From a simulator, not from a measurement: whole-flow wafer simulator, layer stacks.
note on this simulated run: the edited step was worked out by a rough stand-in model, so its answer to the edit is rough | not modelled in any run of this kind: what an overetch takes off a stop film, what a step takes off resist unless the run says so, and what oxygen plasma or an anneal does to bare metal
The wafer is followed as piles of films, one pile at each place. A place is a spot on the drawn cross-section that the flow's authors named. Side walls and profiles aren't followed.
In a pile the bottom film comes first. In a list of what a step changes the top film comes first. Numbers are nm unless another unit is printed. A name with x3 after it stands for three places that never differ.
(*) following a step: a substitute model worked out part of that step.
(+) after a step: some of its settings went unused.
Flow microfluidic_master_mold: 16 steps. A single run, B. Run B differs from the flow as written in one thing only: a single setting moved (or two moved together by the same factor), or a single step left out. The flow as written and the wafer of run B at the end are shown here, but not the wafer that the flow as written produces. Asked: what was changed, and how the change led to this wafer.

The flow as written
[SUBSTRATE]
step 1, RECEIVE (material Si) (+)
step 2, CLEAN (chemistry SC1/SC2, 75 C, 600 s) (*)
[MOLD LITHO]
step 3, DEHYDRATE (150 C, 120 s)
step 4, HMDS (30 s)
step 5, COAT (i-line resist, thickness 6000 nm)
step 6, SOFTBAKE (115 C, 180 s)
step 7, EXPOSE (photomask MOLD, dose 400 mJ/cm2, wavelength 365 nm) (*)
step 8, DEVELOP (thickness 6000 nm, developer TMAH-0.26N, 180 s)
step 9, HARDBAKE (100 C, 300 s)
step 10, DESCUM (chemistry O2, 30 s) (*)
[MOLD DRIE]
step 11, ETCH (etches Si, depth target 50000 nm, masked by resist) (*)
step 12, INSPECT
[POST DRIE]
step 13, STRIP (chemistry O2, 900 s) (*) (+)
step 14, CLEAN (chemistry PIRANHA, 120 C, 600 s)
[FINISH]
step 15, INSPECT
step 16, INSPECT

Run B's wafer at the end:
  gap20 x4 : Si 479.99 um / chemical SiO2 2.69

The reason: step 11, ETCH: depth target 45000 nm was run, whereas the flow has depth target 50000 nm.

How this came from the change, step by step:
  step 11, ETCH (etches Si, depth target 50000 nm, masked by resist) (*)
      gap20 x4: -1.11 chemical SiO2 (all of it), -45 um Si (it would be, as written: -1.11 chemical SiO2 (all of it), -50 um Si)
      ridge: -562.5 i-line resist (it would be, as written: -625 i-line resist)
